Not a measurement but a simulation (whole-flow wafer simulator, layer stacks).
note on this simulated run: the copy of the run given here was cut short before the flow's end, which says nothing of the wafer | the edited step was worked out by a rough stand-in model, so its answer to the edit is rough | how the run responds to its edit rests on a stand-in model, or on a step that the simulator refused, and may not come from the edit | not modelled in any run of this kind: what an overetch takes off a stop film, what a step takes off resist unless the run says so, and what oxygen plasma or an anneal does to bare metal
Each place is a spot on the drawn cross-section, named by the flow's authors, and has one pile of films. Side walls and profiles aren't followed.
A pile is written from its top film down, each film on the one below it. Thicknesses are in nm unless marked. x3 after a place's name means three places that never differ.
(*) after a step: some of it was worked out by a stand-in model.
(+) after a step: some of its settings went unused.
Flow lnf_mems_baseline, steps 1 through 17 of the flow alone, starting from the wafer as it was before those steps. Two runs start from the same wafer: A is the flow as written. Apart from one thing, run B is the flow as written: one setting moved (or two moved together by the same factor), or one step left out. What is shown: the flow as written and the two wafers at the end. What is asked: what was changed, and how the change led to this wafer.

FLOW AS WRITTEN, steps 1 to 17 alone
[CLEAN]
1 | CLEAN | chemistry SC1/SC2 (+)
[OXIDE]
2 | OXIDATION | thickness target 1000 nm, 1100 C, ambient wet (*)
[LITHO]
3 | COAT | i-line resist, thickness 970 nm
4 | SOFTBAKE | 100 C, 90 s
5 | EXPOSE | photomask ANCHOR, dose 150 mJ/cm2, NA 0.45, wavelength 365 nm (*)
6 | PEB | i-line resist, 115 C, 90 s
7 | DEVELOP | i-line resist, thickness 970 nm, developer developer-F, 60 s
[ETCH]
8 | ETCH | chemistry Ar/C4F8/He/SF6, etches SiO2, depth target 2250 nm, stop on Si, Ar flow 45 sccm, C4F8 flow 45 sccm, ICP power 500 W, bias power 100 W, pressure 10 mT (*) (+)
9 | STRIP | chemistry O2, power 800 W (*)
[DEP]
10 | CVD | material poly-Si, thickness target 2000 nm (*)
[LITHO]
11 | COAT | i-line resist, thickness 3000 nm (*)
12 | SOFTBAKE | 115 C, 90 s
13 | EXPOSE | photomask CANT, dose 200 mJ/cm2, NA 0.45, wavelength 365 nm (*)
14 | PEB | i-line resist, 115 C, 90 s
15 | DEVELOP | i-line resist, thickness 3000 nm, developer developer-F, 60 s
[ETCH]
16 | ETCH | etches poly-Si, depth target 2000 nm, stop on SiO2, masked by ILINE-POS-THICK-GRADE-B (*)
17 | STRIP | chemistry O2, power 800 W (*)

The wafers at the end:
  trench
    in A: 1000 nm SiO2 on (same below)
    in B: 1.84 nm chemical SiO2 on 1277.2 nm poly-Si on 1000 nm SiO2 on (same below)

What caused this: step 16, ETCH: depth target 722 nm was run, though the flow has depth target 2000 nm.

The path from the change to this, step by step:
  16 | ETCH | etches poly-Si, depth target 2000 nm, stop on SiO2, masked by ILINE-POS-THICK-GRADE-B (*)
      trench, char_slit: A poly-Si loses 2000 (all of it) | B poly-Si loses 722
      field, anchor, beam: A i-line resist loses 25 | B i-line resist loses 9.03
  17 | STRIP | chemistry O2, power 800 W (*)
      trench, char_slit: A nothing | B chemical SiO2 gains 1.84 (new film), poly-Si loses 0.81
